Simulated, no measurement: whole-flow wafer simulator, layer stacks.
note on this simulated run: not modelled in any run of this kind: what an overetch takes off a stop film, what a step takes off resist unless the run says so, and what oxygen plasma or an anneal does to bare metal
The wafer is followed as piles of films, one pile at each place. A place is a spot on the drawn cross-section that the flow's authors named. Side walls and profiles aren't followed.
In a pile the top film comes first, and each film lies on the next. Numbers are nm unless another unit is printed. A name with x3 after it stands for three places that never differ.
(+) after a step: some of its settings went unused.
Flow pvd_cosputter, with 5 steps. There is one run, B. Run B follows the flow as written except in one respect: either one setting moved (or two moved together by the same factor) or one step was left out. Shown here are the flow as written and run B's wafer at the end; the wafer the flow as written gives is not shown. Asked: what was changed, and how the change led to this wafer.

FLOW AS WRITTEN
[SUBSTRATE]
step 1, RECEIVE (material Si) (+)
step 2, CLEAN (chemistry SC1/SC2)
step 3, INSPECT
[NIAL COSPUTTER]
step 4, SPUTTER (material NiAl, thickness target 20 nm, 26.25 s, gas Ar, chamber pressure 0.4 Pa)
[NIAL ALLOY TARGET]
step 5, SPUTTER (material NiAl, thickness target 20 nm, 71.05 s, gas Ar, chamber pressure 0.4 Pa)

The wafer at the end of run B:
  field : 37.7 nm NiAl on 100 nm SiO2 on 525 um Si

Cause: step 5, SPUTTER: thickness target 17.68 nm was run, though the flow has thickness target 20 nm; step 5, SPUTTER: 62.81 s was run, where the flow has 71.05 s.

Step by step, how the change led to this:
  step 5, SPUTTER (material NiAl, thickness target 20 nm, 71.05 s, gas Ar, chamber pressure 0.4 Pa)
      field: NiAl gains 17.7 (in the flow as written it would be: NiAl gains 20)
